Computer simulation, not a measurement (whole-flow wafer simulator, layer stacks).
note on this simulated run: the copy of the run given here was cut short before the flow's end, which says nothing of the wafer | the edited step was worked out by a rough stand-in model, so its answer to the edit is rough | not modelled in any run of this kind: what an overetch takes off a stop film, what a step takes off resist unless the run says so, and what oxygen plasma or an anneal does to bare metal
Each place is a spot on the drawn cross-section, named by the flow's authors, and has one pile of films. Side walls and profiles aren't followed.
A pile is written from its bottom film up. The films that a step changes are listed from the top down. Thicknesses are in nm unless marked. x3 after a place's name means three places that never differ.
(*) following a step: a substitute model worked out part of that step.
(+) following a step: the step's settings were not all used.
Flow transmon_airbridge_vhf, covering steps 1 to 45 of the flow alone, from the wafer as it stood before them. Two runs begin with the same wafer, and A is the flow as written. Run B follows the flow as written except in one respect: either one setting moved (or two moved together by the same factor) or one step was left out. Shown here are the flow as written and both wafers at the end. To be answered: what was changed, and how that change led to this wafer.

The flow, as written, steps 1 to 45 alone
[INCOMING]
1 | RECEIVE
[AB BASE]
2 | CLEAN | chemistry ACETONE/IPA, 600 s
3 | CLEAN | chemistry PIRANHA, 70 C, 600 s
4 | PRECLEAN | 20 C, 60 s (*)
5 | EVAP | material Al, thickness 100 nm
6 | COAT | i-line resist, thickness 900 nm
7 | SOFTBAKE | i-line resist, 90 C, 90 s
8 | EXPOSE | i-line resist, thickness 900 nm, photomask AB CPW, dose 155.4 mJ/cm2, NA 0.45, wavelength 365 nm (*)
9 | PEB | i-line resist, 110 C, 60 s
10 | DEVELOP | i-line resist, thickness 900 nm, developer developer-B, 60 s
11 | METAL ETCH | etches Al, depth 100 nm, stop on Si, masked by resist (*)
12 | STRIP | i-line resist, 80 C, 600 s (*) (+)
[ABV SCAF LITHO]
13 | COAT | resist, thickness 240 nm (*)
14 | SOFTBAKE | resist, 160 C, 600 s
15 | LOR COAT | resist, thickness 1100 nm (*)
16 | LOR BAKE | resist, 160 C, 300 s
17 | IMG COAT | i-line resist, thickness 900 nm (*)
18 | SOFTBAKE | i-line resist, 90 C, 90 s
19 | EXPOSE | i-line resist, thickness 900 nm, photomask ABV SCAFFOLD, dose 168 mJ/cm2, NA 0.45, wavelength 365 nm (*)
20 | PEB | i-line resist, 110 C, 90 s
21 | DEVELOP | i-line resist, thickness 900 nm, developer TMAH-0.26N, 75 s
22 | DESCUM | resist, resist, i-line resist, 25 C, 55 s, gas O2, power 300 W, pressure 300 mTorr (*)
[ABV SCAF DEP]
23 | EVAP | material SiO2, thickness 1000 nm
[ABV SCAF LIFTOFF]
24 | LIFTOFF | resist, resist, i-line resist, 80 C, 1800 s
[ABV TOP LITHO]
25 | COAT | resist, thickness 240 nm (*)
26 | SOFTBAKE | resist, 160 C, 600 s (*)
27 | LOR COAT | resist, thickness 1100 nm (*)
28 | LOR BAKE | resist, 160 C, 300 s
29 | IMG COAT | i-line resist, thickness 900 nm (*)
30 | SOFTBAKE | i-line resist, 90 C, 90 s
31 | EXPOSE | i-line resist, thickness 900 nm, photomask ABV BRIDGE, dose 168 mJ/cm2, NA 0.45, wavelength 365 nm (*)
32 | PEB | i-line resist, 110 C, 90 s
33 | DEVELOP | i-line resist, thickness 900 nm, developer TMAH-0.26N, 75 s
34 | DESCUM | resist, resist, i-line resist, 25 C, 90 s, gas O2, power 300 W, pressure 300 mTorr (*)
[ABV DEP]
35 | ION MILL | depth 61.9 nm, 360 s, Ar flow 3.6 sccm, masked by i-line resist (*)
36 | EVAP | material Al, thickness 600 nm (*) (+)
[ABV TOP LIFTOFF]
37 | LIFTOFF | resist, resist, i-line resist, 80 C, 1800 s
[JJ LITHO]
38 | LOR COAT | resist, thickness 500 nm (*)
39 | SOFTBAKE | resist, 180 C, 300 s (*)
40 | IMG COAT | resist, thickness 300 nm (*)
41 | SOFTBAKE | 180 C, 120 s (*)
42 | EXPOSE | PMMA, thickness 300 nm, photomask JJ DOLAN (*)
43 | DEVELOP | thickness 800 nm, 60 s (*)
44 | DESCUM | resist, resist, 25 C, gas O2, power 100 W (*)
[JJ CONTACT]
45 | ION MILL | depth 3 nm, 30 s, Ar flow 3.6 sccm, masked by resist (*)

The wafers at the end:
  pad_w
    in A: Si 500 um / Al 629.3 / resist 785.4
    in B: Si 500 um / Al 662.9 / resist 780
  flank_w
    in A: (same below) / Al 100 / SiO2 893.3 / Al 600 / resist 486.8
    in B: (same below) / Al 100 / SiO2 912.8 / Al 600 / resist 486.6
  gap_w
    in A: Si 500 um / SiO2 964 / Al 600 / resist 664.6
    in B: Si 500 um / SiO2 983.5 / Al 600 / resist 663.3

What caused this: step 35, ION MILL: depth 28.47 nm was run, though the flow has depth 61.9 nm; step 35, ION MILL: 165.6 s was run, where the flow has 360 s.

The path from the change to this, step by step:
  35 | ION MILL | depth 61.9 nm, 360 s, Ar flow 3.6 sccm, masked by i-line resist (*)
      field x3, jj_line, ground_far, trace_open_s x2, margin_s, margin_n: A -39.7 i-line resist | B -18.3 i-line resist
      flank_w, gap_w, cpw_trace, gap_e, flank_e, bridge_strip: A -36 SiO2 | B -16.5 SiO2
      (also at 2 further places)
  37 | LIFTOFF | resist, resist, i-line resist, 80 C, 1800 s
      field x3, jj_line, trace_open_s x2: A -600 Al (all of it), -600 i-line resist (all of it), -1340 resist (all of it) | B -600 Al (all of it), -621.4 i-line resist (all of it), -1340 resist (all of it)
      margin_s, margin_n: A -600 Al (all of it), -318.3 i-line resist (all of it), -992 resist (all of it) | B -600 Al (all of it), -339.7 i-line resist (all of it), -992 resist (all of it)
      (also at 1 further place)
